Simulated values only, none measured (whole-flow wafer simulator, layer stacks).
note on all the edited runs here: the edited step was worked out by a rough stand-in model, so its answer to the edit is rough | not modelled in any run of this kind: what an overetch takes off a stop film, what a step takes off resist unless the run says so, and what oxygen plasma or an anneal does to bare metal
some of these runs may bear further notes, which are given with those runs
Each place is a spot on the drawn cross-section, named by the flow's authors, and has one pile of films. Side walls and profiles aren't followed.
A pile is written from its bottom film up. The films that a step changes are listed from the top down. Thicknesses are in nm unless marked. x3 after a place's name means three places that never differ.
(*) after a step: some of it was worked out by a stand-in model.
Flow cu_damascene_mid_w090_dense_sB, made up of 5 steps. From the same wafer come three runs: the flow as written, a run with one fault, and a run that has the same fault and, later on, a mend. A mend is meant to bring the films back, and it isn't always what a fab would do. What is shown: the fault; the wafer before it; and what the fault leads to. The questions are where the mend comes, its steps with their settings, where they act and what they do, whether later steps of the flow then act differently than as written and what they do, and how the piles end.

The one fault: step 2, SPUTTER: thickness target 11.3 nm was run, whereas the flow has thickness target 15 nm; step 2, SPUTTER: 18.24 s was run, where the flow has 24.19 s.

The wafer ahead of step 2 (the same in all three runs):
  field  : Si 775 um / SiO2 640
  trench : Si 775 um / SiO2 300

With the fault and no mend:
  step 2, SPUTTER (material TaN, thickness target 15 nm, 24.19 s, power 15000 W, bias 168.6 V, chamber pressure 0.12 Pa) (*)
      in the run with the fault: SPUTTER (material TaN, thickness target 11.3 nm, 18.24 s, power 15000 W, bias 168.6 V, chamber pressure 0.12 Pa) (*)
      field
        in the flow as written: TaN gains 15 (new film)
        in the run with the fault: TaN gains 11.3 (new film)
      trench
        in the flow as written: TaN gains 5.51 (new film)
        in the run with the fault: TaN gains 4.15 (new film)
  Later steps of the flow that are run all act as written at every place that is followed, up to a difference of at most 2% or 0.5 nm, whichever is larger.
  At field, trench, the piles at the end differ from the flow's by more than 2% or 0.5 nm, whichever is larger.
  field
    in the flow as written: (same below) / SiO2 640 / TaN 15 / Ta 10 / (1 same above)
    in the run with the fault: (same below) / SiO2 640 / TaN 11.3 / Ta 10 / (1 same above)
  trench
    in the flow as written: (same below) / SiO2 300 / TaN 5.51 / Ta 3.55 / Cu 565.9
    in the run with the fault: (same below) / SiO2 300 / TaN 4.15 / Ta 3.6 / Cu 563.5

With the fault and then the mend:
  The mend stands after step 2.
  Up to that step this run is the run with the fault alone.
  step 2a, SPUTTER (material TaN, thickness target 3.7 nm, 5.951 s, power 15000 W, bias 168.6 V, chamber pressure 0.12 Pa) (*) (the flow's step 2, run once more with other settings)
      field
        TaN gains 3.7
      trench
        TaN gains 1.3
  Later steps of the flow that are run all act as written at every place that is followed, up to a difference of at most 2% or 0.5 nm, whichever is larger.
  When the end is reached, the piles differ only a little from the flow's at the places that both follow, at most by 2% or 0.5 nm, whichever is larger.
